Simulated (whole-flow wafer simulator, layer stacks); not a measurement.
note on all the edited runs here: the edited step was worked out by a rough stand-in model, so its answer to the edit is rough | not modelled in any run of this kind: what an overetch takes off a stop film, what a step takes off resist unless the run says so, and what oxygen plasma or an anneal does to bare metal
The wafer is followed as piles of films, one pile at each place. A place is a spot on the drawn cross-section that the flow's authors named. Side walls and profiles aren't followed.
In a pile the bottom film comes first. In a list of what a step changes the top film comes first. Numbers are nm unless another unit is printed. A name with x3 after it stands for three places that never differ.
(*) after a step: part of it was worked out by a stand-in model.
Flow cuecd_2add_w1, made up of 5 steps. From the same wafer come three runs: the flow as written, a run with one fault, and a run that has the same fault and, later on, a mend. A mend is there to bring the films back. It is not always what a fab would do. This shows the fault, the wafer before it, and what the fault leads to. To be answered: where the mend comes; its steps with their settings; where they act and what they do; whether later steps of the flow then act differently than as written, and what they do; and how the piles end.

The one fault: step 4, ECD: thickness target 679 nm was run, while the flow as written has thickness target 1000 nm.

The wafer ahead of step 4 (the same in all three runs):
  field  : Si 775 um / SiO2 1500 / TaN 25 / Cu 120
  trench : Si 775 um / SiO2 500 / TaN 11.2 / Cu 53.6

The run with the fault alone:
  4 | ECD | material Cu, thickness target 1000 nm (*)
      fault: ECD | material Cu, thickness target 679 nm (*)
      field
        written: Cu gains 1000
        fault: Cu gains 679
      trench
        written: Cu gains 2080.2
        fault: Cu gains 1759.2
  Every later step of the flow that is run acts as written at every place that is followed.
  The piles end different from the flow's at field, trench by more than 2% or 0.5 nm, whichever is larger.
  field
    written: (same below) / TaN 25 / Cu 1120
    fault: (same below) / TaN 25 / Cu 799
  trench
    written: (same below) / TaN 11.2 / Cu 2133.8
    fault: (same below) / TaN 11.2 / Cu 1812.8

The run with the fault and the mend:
  The mend follows step 5.
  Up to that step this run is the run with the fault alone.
  5a | ECD | material Cu, thickness target 321 nm (the flow's step 4, run once more with other settings)
      field, trench
        Cu gains 321
  Every later step of the flow that is run acts as written at every place that is followed.
  The piles end the same as the flow's at every place that both follow.
